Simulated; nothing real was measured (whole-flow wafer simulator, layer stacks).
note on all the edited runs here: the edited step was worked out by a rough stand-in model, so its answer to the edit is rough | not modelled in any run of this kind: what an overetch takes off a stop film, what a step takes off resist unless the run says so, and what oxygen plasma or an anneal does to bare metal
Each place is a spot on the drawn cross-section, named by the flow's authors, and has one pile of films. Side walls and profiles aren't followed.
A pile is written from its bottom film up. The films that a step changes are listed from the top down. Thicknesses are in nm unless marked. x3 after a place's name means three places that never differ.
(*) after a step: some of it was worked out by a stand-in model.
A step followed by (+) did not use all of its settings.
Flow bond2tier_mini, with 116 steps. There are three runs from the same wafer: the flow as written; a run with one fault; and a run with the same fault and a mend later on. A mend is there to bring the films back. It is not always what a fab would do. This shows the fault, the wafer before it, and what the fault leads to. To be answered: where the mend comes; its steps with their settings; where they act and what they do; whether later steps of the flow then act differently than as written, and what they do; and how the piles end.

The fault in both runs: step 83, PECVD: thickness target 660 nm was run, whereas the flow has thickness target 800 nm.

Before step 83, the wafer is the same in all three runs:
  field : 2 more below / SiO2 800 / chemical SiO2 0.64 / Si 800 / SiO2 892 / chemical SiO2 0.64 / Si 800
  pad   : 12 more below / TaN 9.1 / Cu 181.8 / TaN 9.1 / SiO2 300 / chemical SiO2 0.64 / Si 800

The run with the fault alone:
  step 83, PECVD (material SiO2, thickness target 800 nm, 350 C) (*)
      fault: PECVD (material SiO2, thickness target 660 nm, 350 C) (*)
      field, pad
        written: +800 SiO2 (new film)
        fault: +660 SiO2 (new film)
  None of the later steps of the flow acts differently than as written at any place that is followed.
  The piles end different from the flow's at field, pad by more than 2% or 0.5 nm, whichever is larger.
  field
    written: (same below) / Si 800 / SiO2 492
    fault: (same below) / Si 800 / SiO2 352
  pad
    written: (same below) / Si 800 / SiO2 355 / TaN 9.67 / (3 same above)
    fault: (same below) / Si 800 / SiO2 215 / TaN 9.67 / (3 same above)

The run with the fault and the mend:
  The mend follows step 88.
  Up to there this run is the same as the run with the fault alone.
  step 88a, STRIP (chemistry O2, over-ash 100%) (+)
      field
        -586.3 KrF resist (all of it)
  step 88b, PECVD (material SiO2, thickness target 140 nm, 350 C) (the flow's step 83, run once more with other settings)
      field, pad
        +140 SiO2
  step 88c, COAT (KrF resist, thickness 600 nm) (the flow's step 84, run once more)
      field, pad
        +600 KrF resist (new film)
  step 88d, SOFTBAKE (KrF resist) (the flow's step 85, run once more)
      does not change any film at any place that is followed
  step 88e, EXPOSE (photomask T3TRIM, NA 0.6) (the flow's step 86, run once more)
      does not change any film at any place that is followed
  step 88f, PEB (KrF resist) (the flow's step 87, run once more)
      does not change any film at any place that is followed
  step 88g, DEVELOP (developer TMAH-0.26N, 60 s) (the flow's step 88, run once more)
      field
        -13.7 KrF resist
      pad
        -600 KrF resist (all of it)
  None of the later steps of the flow acts differently than as written at any place that is followed.
  The piles end the same as the flow's at every place that both follow.
